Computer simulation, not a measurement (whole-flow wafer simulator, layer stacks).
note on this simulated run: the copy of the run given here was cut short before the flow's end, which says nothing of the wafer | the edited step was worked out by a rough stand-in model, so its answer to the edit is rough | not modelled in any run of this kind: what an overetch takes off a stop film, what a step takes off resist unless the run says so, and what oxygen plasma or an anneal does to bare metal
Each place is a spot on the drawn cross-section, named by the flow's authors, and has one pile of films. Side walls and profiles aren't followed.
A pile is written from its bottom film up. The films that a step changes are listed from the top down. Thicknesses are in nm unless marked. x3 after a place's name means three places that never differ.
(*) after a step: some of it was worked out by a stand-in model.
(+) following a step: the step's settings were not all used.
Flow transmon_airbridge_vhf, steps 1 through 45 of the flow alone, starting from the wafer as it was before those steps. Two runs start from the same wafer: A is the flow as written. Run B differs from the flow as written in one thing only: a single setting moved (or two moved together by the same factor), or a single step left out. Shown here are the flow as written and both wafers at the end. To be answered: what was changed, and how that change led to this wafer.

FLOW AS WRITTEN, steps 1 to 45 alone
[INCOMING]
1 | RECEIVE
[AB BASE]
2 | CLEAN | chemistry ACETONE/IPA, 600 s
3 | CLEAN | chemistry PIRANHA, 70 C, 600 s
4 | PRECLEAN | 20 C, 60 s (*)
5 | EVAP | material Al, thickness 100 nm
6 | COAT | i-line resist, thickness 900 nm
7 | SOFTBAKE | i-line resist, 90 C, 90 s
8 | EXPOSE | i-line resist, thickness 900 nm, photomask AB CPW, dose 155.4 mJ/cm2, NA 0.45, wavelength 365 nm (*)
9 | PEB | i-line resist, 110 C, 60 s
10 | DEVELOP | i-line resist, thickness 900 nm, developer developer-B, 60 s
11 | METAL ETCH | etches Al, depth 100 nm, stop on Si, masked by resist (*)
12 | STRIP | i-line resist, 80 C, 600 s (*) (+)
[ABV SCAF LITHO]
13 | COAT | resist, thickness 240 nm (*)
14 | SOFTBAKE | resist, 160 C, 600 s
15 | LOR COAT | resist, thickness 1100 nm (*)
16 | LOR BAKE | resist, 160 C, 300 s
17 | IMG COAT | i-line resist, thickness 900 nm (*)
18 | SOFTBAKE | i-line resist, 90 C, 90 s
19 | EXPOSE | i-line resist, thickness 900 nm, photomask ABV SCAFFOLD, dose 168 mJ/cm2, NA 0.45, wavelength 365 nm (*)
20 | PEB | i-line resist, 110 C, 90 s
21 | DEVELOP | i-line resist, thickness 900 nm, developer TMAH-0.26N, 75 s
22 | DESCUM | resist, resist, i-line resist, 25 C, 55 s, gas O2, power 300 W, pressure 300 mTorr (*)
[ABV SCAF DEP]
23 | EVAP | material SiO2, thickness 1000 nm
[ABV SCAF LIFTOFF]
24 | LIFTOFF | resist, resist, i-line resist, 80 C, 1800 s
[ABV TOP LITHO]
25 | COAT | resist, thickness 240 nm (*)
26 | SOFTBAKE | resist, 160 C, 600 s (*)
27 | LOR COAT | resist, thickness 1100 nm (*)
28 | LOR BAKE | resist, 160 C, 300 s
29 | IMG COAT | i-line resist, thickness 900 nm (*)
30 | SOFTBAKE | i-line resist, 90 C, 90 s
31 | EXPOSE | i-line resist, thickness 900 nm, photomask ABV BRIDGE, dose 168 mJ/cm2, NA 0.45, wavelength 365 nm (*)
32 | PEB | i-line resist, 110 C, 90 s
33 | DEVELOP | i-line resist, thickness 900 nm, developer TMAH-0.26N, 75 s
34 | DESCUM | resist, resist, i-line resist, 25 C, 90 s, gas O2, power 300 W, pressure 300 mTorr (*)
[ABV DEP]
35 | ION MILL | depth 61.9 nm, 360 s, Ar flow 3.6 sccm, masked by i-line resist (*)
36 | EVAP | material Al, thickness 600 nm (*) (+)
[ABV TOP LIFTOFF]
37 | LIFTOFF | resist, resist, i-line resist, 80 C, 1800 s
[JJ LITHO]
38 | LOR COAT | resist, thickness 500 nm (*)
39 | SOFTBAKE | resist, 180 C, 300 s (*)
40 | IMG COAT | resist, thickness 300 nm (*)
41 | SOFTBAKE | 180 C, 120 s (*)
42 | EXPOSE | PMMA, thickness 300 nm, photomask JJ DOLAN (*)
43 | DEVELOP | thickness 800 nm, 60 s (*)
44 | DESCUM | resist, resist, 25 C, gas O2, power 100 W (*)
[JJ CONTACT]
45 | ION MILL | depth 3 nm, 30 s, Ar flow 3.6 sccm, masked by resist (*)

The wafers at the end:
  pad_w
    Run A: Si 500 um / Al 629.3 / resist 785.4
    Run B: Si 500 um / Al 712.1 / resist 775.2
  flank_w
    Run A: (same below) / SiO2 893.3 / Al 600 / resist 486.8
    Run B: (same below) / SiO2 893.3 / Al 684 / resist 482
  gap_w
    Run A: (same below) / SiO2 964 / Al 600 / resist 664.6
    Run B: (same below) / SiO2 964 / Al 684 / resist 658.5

The reason: step 36, EVAP: thickness 684 nm was run, though the flow has thickness 600 nm.
The wafer lets one read it off: flank_w has Al 684, and step 36 as written asks for 600 nm.

Step by step, how the change led to this:
  36 | EVAP | material Al, thickness 600 nm (*) (+)
      field x3, jj_line, ground_far and 10 more: A Al gains 600 (new film) | B Al gains 684 (new film)
      pad_w, pad_e: A Al gains 591.2 | B Al gains 674
  37 | LIFTOFF | resist, resist, i-line resist, 80 C, 1800 s
      field x3, jj_line, trace_open_s x2: A Al loses 600 (all of it), i-line resist loses 600 (all of it), resist loses 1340 (all of it) | B Al loses 684 (all of it), i-line resist loses 600 (all of it), resist loses 1340 (all of it)
      margin_s, margin_n: A Al loses 600 (all of it), i-line resist loses 318.3 (all of it), resist loses 992 (all of it) | B Al loses 684 (all of it), i-line resist loses 318.3 (all of it), resist loses 992 (all of it)
      (as well as at 1 more place)
  38 | LOR COAT | resist, thickness 500 nm (*)
      bridge_strip: A resist gains 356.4 (new film) | B resist gains 348.4 (new film)
  40 | IMG COAT | resist, thickness 300 nm (*)
      bridge_strip: A resist gains 197.1 | B resist gains 192.1
